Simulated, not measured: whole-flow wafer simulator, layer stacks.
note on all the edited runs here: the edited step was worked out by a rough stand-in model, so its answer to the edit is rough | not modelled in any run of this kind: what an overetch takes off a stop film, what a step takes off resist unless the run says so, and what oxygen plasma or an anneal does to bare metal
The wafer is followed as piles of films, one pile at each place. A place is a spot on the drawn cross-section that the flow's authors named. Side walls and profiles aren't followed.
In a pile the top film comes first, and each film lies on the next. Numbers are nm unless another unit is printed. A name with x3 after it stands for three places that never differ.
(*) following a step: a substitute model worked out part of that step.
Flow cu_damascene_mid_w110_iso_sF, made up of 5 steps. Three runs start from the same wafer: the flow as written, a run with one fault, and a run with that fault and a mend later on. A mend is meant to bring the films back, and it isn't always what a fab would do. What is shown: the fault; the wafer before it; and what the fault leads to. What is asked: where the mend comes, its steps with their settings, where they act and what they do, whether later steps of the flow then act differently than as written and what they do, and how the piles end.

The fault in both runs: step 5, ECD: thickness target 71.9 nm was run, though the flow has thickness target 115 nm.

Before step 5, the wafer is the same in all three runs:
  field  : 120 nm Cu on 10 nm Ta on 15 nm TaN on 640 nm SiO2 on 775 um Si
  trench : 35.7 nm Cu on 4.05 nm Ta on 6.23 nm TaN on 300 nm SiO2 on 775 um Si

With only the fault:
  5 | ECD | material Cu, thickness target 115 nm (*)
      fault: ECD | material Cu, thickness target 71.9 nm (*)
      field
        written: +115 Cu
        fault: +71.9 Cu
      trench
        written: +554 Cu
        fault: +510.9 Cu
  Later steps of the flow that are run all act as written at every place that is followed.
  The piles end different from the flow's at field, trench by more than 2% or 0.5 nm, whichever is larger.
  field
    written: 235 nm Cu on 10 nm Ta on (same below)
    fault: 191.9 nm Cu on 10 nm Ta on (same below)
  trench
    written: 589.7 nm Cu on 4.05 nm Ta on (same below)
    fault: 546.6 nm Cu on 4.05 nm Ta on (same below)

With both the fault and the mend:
  The mend stands after step 5.
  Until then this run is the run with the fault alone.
  5a | ECD | material Cu, thickness target 43.1 nm (a further turn of the flow's step 5, with different settings)
      field, trench
        +43.1 Cu
  Later steps of the flow that are run all act as written at every place that is followed.
  At every place that both follow, the piles at the end match the flow's.
